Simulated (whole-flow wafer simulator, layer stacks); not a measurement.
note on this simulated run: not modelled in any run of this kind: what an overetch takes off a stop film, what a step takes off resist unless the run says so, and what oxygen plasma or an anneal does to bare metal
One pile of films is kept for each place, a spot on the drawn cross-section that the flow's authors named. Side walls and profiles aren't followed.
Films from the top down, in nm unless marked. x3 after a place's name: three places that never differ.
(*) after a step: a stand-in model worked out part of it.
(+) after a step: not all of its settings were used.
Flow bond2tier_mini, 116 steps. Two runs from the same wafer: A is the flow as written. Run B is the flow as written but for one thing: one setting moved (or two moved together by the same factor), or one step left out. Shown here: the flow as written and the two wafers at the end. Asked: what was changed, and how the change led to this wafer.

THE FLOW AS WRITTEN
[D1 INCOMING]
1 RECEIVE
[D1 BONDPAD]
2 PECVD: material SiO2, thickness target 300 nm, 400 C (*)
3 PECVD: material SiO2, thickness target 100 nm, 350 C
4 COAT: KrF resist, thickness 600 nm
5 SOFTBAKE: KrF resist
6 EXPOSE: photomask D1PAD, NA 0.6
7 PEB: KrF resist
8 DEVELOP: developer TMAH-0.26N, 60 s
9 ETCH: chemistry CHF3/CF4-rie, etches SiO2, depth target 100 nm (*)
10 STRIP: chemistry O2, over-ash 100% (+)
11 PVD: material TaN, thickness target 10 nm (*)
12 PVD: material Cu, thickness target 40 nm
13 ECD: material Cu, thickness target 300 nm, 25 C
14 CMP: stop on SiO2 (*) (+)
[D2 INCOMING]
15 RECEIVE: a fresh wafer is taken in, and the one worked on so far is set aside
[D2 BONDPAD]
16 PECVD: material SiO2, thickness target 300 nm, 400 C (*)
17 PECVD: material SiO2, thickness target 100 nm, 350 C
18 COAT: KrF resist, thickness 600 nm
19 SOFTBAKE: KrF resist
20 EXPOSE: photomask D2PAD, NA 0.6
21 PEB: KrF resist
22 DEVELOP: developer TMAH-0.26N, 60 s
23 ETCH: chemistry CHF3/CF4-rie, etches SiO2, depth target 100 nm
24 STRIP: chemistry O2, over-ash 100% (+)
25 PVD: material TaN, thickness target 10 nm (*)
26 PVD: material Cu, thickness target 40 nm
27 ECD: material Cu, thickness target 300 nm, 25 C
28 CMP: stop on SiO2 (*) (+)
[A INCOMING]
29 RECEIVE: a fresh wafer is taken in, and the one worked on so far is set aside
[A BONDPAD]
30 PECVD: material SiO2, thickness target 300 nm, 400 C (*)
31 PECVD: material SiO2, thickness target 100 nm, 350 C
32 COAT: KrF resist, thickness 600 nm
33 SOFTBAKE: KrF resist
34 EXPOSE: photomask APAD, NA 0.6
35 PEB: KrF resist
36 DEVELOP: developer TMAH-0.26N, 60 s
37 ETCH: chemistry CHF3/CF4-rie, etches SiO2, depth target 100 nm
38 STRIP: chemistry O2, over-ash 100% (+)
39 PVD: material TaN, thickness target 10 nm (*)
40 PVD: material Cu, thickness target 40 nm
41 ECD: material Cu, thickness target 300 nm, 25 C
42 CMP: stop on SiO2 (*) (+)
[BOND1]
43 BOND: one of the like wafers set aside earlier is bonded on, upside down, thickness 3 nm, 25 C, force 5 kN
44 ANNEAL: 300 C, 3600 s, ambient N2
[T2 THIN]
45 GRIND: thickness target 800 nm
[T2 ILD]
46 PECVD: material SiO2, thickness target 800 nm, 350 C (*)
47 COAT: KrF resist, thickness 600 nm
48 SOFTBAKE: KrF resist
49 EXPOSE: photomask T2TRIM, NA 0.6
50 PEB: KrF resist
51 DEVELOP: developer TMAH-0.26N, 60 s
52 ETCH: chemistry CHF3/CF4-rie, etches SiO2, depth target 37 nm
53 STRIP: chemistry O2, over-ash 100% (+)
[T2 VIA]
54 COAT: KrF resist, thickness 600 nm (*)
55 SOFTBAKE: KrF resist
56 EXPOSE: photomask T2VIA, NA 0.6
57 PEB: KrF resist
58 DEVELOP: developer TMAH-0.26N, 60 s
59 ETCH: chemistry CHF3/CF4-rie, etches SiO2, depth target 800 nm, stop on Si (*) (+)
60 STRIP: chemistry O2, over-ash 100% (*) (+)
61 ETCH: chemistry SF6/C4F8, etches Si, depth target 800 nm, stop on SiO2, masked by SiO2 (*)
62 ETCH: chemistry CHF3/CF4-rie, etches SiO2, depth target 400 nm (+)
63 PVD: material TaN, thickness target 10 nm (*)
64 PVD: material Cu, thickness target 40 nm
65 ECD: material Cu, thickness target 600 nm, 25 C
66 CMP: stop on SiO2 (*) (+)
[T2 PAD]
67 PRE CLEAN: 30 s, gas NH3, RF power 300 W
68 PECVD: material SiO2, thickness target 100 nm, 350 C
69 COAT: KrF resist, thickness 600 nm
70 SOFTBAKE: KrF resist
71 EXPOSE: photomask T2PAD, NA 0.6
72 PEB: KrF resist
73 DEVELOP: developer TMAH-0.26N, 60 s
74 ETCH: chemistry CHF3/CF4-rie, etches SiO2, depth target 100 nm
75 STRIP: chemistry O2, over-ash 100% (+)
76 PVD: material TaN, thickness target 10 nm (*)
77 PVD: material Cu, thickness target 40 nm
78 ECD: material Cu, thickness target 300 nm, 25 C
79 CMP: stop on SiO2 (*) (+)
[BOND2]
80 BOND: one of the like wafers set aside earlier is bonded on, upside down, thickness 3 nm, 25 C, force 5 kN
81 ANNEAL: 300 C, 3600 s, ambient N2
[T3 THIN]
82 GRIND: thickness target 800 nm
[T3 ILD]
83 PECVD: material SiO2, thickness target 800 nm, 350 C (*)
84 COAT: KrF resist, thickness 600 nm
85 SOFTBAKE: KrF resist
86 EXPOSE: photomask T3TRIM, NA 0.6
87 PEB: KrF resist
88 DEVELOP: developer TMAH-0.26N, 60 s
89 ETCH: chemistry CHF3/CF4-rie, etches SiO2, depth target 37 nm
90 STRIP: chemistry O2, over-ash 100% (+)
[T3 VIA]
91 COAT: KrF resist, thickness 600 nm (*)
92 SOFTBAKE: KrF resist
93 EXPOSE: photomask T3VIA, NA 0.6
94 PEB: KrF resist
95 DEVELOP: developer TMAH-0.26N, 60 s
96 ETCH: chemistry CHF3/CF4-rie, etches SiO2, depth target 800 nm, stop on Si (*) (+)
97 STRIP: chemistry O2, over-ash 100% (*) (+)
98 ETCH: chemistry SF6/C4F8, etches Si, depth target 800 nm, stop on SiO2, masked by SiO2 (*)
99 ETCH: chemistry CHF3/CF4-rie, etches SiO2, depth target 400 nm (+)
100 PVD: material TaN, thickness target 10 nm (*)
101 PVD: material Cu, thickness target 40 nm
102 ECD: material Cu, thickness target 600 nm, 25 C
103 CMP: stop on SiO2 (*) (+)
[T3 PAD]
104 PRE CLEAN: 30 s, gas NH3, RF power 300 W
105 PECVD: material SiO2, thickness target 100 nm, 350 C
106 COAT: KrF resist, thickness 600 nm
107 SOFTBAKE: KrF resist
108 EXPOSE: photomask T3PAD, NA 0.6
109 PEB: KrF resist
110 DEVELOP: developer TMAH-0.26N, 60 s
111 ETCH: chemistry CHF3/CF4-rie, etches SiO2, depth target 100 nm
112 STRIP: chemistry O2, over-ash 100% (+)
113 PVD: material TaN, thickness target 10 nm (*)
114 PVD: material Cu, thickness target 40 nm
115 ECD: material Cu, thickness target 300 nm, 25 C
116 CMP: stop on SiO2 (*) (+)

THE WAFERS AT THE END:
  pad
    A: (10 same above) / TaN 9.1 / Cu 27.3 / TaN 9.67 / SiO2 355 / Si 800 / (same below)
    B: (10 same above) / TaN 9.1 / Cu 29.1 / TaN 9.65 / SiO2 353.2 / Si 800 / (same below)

The cause: step 52, ETCH: depth target 38.8 nm was run, where the flow has depth target 37 nm.

How the change led to this, step by step:
  52 ETCH: chemistry CHF3/CF4-rie, etches SiO2, depth target 37 nm
      pad, via: A SiO2 -37 | B SiO2 -38.8
      field: A KrF resist -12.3 | B KrF resist -12.9
